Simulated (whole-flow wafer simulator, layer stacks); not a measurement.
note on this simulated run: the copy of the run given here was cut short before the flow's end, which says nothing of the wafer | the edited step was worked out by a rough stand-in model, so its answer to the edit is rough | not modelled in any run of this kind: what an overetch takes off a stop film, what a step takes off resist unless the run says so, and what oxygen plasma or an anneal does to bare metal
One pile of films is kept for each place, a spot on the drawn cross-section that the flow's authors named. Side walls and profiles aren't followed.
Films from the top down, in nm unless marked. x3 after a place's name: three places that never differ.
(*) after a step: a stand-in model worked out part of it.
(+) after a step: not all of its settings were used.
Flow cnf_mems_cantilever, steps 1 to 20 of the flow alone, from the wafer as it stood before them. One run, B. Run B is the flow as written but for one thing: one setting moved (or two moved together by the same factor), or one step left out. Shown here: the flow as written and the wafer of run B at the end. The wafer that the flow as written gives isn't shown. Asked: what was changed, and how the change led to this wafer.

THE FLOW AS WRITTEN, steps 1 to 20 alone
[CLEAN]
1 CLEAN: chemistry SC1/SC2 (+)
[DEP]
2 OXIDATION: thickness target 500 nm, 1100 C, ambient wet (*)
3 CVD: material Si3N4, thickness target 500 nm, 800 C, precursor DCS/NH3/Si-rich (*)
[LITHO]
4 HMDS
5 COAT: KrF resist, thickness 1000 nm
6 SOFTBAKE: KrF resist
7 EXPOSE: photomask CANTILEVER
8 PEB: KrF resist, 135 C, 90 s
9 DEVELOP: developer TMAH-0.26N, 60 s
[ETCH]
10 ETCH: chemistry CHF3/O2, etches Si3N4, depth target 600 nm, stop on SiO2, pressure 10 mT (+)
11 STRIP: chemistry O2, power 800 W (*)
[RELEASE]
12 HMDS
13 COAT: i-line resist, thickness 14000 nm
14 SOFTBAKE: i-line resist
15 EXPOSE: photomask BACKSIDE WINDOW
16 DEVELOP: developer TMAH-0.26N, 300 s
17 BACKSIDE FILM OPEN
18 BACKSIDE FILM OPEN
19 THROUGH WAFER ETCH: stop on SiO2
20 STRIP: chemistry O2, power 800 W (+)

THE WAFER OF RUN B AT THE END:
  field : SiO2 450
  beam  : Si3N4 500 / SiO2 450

The cause: step 2, OXIDATION: thickness target 450 nm was run, where the flow has thickness target 500 nm.
It can be read off the wafer: field has SiO2 450, and step 2 as written asks for 500 nm.

How the change led to this, step by step:
  2 OXIDATION: thickness target 500 nm, 1100 C, ambient wet (*)
      field, beam: SiO2 +450 (new film), chemical SiO2 -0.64 (all of it), Si -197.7 (as written it would be: SiO2 +500 (new film), chemical SiO2 -0.64 (all of it), Si -219.7)
  19 THROUGH WAFER ETCH: stop on SiO2
      field: under 1 film: Si -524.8 um (all of it) (as written it would be: under 1 film: Si -524.78 um (all of it))
      beam: under 2 films: Si -524.8 um (all of it) (as written it would be: under 2 films: Si -524.78 um (all of it))
